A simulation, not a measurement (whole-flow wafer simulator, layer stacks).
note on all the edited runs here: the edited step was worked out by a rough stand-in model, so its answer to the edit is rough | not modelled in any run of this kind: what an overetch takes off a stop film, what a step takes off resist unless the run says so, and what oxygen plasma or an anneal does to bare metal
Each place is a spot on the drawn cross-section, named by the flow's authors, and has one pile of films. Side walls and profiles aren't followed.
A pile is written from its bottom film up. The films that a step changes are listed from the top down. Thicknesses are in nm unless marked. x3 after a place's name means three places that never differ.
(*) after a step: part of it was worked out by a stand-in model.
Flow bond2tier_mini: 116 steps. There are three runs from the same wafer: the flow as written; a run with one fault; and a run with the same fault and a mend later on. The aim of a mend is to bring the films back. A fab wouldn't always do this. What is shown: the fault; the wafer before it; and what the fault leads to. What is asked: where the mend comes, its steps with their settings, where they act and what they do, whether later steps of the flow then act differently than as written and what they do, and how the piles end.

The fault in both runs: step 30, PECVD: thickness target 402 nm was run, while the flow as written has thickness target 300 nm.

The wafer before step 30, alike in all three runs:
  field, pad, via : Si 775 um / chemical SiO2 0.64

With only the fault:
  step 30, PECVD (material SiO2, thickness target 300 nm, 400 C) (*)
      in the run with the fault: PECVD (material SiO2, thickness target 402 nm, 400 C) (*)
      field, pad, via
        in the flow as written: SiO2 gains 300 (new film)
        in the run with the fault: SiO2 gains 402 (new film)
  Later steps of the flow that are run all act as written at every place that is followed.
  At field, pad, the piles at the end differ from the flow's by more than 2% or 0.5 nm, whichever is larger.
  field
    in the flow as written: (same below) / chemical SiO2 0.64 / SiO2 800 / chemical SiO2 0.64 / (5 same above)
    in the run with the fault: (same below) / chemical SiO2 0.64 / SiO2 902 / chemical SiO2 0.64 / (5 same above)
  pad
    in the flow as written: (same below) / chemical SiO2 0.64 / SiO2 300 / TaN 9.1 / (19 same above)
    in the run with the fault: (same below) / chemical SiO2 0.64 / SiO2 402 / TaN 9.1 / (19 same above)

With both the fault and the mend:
  After step 30 comes the mend.
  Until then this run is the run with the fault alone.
  step 30a, ETCH (chemistry CHF3/CF4-rie, etches SiO2, depth target 102 nm) (a further turn of the flow's step 9, with different settings)
      field, pad, via
        SiO2 loses 102
  Later steps of the flow that are run all act as written at every place that is followed.
  By the end, the piles equal the flow's at every place that both follow.
